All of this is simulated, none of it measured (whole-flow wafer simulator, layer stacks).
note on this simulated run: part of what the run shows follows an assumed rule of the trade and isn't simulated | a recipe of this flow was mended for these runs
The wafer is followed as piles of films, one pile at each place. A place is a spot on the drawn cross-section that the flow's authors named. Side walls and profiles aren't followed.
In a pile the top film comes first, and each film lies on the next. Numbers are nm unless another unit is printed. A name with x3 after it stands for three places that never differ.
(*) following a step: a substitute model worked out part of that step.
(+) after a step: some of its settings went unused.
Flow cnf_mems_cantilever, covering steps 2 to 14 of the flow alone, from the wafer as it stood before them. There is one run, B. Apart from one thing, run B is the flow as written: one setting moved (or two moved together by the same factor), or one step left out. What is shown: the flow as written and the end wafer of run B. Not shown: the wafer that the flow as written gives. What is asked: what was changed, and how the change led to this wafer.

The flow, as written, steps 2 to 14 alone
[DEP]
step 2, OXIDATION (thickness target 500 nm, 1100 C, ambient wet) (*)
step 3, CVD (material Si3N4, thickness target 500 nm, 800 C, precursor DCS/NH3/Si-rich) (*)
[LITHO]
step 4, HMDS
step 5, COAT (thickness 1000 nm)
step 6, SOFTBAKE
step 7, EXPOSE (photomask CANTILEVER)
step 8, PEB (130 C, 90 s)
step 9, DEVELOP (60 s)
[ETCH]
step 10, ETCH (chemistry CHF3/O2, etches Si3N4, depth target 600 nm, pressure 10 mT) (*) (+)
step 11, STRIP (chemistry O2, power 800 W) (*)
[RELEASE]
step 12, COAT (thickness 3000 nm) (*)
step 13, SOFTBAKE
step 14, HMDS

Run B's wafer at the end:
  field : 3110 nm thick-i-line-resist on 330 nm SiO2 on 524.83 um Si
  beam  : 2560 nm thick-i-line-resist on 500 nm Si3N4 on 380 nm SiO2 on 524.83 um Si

What caused this: step 2, OXIDATION: thickness target 380 nm was run, whereas the flow has thickness target 500 nm.
One can read it off the wafer: beam has SiO2 380, and step 2 as written asks for 500 nm.

How this came from the change, step by step:
  step 2, OXIDATION (thickness target 500 nm, 1100 C, ambient wet) (*)
      field, beam: +380 SiO2 (new film), -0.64 chemical SiO2 (all of it), -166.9 Si (as written it would have been: +500 SiO2 (new film), -0.64 chemical SiO2 (all of it), -219.7 Si)
